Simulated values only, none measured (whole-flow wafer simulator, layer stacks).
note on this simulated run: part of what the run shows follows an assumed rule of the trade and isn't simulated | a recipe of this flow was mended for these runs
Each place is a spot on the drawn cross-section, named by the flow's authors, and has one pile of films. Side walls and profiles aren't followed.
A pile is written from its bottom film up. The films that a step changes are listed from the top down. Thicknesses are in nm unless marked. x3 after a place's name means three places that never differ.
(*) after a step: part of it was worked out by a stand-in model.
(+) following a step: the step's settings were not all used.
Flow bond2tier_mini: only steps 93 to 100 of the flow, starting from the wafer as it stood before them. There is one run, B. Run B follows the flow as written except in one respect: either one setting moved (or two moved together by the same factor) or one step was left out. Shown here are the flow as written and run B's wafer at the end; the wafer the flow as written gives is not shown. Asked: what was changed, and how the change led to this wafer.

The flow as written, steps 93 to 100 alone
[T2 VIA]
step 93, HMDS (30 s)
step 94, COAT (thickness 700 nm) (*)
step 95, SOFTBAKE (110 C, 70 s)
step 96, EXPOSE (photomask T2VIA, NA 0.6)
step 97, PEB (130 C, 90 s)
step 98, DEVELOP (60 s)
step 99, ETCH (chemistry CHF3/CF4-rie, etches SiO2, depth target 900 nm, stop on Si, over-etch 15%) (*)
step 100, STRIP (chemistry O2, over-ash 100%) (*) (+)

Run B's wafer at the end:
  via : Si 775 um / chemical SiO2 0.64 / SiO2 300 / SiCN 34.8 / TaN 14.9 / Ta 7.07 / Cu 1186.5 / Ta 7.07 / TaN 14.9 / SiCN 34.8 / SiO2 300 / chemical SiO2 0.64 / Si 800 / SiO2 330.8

The reason: step 99, ETCH: depth target 495 nm was run, while the flow as written has depth target 900 nm.

How this came from the change, step by step:
  step 99, ETCH (chemistry CHF3/CF4-rie, etches SiO2, depth target 900 nm, stop on Si, over-etch 15%) (*)
      via: -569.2 SiO2 (it would be, as written: -900 SiO2 (all of it), -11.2 Si)
      field: -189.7 thick-KrF-resist (it would be, as written: -345 thick-KrF-resist)
      (and at 1 other place as well)
  step 100, STRIP (chemistry O2, over-ash 100%) (*) (+)
      field: -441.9 thick-KrF-resist (all of it) (it would be, as written: -286.6 thick-KrF-resist (all of it))
      pad: -528.2 thick-KrF-resist (all of it) (it would be, as written: -372.9 thick-KrF-resist (all of it))
